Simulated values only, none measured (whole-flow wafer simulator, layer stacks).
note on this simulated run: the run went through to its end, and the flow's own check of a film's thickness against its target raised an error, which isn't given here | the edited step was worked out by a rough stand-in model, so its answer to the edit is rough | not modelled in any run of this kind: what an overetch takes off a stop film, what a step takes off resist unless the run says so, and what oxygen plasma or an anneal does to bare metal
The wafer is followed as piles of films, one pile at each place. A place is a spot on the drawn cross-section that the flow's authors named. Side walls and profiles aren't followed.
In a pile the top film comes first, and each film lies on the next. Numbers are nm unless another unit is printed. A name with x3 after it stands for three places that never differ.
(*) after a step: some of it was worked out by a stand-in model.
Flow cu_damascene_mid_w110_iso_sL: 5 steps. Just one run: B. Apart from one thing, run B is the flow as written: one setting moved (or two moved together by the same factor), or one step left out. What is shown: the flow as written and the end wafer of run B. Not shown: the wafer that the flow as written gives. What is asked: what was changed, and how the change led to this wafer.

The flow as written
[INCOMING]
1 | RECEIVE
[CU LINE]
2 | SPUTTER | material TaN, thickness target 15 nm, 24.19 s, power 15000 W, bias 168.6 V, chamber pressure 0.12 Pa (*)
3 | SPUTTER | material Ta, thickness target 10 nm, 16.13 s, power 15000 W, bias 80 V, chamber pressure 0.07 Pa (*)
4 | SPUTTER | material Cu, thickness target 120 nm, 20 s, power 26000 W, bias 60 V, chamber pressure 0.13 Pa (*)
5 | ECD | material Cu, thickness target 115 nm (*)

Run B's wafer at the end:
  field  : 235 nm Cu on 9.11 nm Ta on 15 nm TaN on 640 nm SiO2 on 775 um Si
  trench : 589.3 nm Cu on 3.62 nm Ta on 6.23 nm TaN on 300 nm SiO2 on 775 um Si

Cause: step 3, SPUTTER: power 13660 W was run, while the flow as written has power 15000 W.

The path from the change to this, step by step:
  3 | SPUTTER | material Ta, thickness target 10 nm, 16.13 s, power 15000 W, bias 80 V, chamber pressure 0.07 Pa (*)
      field: +9.11 Ta (new film) (as written it would have been: +10 Ta (new film))
